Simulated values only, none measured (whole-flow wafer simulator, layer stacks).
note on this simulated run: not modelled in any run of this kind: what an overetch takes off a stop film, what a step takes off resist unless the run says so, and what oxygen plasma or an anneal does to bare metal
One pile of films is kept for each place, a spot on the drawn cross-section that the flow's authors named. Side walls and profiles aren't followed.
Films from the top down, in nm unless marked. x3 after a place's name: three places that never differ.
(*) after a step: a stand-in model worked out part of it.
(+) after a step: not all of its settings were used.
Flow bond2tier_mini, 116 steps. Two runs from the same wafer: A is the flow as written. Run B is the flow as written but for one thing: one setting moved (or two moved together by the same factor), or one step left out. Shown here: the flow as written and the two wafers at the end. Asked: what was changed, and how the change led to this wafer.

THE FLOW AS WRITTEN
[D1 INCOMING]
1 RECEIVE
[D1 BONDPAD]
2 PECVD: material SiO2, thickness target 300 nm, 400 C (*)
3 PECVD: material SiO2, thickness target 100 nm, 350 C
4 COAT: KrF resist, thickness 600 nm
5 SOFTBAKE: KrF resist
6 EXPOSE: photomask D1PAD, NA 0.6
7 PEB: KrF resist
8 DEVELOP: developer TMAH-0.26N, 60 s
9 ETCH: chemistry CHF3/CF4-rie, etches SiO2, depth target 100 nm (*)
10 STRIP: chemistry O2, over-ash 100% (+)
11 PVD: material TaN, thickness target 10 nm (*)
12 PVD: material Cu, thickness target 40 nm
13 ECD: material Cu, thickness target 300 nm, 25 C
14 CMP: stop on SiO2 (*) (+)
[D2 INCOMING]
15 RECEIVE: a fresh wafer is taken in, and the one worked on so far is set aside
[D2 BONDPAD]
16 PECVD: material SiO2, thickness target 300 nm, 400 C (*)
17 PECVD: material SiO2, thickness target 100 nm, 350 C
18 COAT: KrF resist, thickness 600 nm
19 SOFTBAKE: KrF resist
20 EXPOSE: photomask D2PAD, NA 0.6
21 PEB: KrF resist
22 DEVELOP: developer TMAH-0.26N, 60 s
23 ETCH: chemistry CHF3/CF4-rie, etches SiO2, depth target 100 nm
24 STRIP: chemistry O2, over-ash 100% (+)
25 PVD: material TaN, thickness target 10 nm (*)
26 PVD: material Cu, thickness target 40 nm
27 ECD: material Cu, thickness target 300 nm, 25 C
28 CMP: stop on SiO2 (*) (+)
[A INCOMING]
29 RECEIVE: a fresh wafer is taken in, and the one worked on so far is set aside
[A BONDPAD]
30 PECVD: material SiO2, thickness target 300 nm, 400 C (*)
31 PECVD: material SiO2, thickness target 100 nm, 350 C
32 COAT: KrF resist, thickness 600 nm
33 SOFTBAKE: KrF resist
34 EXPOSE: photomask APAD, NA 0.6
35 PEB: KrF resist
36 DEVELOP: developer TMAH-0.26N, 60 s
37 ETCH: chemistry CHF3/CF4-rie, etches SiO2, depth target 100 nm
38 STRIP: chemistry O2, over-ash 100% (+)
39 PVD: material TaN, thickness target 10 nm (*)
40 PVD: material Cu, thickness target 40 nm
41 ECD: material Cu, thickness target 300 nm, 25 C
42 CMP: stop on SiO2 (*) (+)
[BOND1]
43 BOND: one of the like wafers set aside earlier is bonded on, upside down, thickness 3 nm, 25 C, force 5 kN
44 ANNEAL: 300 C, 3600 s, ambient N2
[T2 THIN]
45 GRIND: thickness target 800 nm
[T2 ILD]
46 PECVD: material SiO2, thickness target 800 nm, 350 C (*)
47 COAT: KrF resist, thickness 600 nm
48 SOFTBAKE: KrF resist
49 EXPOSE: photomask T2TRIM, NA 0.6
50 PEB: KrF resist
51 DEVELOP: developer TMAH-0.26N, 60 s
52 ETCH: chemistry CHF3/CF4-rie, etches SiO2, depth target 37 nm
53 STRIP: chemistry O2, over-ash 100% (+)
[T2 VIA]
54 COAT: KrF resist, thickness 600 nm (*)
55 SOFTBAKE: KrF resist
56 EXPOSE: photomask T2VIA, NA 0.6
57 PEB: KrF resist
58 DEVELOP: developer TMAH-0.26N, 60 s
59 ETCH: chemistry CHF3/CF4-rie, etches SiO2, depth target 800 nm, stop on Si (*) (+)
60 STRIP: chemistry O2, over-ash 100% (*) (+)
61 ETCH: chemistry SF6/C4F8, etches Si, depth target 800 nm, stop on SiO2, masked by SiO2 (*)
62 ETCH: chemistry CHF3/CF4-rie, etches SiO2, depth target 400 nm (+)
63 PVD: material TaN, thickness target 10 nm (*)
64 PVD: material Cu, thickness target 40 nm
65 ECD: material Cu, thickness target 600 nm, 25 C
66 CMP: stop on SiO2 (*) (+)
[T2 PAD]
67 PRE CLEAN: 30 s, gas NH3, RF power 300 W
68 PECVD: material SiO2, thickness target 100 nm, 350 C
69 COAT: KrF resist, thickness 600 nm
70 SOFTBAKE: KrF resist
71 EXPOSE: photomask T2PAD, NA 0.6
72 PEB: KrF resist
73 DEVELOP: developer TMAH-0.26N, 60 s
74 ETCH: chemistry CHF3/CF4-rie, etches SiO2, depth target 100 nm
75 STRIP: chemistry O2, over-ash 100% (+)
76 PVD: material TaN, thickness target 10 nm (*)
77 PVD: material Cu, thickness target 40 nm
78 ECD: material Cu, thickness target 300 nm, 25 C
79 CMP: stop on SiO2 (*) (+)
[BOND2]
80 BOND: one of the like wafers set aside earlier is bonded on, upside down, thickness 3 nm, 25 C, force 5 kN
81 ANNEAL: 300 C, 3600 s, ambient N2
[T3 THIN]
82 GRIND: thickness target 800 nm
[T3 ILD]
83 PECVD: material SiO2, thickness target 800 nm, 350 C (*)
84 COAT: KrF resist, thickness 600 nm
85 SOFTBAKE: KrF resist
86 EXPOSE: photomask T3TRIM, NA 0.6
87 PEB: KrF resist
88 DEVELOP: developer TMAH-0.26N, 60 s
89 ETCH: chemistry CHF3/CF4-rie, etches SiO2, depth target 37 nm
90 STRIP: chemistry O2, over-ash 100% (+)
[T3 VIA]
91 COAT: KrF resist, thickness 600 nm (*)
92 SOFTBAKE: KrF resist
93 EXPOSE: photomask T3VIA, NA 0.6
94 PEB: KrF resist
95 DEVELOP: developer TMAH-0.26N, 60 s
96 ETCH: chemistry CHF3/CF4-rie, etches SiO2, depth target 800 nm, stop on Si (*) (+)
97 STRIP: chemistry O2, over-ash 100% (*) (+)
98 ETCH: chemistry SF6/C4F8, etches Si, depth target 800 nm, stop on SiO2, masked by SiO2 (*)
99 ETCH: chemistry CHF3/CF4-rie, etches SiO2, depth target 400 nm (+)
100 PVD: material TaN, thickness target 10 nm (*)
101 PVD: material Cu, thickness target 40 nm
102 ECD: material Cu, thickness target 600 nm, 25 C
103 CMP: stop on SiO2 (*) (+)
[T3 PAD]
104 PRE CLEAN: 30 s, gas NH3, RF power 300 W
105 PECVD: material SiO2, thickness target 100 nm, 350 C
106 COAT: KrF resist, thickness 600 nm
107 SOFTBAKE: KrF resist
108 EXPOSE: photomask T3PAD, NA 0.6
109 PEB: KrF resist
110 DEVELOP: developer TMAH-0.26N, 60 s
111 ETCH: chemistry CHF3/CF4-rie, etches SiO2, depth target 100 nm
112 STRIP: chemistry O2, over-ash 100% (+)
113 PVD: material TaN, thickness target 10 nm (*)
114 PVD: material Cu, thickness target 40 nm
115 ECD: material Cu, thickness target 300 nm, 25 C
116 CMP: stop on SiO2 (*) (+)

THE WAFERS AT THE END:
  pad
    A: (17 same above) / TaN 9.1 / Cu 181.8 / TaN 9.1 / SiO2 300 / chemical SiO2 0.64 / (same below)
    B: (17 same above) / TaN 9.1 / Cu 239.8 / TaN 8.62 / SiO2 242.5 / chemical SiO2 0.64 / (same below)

The cause: step 37, ETCH: depth target 157.5 nm was run, where the flow has depth target 100 nm.

How the change led to this, step by step:
  37 ETCH: chemistry CHF3/CF4-rie, etches SiO2, depth target 100 nm
      pad, via: A SiO2 -100 | B SiO2 -157.5
      field: A KrF resist -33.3 | B KrF resist -52.5
  38 STRIP: chemistry O2, over-ash 100% (+)
      field: A KrF resist -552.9 (all of it) | B KrF resist -533.8 (all of it)
  40 PVD: material Cu, thickness target 40 nm
      pad: A Cu +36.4 (new film) | B Cu +34.5 (new film)
  41 ECD: material Cu, thickness target 300 nm, 25 C
      pad: A Cu +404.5 | B Cu +464.4
      via: A Cu +400.2 | B Cu +458.1
